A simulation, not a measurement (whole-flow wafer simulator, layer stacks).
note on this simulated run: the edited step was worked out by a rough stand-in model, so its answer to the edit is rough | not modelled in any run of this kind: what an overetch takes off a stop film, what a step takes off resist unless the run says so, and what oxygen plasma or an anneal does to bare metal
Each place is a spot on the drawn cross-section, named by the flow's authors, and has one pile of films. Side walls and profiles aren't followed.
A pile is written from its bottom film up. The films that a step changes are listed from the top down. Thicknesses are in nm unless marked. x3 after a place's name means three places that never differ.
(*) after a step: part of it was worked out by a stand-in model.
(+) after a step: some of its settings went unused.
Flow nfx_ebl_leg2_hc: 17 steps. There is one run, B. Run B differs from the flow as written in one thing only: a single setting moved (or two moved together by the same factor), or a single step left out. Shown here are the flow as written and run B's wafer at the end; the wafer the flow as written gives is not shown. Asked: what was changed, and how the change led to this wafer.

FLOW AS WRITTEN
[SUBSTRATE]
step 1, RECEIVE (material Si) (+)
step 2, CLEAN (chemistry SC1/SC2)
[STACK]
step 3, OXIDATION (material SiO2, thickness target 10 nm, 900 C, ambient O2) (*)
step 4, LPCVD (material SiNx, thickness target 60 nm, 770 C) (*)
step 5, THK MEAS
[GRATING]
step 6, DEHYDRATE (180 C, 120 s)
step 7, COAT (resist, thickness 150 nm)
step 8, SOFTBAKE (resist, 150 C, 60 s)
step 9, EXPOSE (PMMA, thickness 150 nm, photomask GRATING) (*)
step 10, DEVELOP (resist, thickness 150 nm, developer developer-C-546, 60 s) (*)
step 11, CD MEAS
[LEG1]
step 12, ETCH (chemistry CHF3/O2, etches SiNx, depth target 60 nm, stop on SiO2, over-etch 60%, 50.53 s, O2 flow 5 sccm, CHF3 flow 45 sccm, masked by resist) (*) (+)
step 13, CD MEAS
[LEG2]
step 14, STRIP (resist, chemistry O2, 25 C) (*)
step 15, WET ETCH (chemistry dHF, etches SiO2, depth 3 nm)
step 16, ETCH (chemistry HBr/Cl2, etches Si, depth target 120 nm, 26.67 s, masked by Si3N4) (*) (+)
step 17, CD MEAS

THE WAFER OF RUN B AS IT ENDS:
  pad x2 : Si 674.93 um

Cause: step 16, ETCH: depth target 66 nm was run, while the flow as written has depth target 120 nm.

The path from the change to this, step by step:
  step 16, ETCH (chemistry HBr/Cl2, etches Si, depth target 120 nm, 26.67 s, masked by Si3N4) (*) (+)
      pad x2: Si loses 66 (as written it would have been: Si loses 120)
